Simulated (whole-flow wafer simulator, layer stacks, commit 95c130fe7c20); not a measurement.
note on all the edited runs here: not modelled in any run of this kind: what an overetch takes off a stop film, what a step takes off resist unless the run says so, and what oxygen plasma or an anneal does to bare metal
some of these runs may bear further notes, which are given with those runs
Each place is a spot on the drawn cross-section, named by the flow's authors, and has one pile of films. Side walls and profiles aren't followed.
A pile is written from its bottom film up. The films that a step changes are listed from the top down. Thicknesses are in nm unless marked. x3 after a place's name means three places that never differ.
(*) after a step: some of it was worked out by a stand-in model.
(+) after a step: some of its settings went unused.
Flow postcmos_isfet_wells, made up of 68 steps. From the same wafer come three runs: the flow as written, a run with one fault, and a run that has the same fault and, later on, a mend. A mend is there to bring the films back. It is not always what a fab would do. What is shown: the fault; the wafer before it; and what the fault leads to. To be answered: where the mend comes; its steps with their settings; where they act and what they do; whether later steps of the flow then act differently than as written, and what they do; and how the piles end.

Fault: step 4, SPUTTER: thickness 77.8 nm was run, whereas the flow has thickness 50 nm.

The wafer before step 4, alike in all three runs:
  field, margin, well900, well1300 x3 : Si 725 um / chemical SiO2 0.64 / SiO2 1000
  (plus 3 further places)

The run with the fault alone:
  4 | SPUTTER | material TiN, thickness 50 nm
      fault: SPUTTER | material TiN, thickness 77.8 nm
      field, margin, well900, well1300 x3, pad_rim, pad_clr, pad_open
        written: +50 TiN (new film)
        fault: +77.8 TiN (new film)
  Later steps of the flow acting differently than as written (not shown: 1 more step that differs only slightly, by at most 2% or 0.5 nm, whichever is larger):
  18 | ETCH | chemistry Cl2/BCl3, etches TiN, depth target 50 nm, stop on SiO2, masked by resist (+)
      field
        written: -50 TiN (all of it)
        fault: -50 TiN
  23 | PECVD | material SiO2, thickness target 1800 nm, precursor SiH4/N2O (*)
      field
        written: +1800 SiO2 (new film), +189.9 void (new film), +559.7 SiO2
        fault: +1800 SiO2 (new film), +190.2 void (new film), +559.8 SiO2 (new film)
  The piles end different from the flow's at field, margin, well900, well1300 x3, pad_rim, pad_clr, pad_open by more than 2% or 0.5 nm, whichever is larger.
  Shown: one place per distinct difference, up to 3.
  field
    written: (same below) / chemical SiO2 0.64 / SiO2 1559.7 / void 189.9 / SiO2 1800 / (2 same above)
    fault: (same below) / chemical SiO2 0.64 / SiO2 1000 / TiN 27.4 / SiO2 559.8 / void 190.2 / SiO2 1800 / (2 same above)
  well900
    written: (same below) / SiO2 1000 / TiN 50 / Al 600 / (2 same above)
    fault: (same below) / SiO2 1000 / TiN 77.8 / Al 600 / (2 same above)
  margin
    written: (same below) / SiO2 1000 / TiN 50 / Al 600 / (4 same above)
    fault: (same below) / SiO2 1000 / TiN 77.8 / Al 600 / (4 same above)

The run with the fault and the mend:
  After step 4 comes the mend.
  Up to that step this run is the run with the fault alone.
  4a | ETCH | chemistry peroxide tin strip, depth target 27.8 nm
      field, margin, well900, well1300 x3, pad_rim, pad_clr, pad_open
        -27.8 TiN
  None of the later steps of the flow acts differently than as written at any place that is followed.
  The piles end the same as the flow's at every place that both follow.
